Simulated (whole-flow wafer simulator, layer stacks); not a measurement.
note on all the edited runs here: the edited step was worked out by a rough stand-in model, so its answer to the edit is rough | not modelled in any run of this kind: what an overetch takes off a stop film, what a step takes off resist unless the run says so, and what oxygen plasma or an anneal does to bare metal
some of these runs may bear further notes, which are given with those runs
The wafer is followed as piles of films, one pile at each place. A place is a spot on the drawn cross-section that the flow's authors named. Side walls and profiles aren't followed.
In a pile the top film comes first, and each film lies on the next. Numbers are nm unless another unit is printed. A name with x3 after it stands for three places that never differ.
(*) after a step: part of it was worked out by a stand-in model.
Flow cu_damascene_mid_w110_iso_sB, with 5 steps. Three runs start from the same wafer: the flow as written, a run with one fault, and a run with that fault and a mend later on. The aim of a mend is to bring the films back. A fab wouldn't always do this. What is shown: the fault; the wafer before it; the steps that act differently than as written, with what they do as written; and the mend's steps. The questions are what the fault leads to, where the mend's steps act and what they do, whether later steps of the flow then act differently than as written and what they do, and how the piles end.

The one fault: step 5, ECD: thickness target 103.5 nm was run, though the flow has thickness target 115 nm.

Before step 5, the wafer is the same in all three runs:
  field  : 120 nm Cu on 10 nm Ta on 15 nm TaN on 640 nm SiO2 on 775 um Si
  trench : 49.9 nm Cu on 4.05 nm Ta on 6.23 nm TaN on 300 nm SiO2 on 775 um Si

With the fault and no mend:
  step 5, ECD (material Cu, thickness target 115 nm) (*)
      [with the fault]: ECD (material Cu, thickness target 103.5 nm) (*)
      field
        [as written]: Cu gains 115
        [with the fault]: Cu gains 103.5
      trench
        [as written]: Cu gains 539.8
        [with the fault]: Cu gains 528.3
  None of the later steps of the flow acts differently than as written at any place that is followed.
  By the end, the piles at field depart from the flow's by more than 2% or 0.5 nm, whichever is larger.
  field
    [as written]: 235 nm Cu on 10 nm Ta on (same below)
    [with the fault]: 223.5 nm Cu on 10 nm Ta on (same below)

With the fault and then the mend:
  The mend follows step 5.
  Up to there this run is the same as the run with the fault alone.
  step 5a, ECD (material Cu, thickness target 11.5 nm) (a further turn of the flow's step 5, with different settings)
      field, trench
        Cu gains 11.5
  None of the later steps of the flow acts differently than as written at any place that is followed.
  The piles end the same as the flow's at every place that both follow.
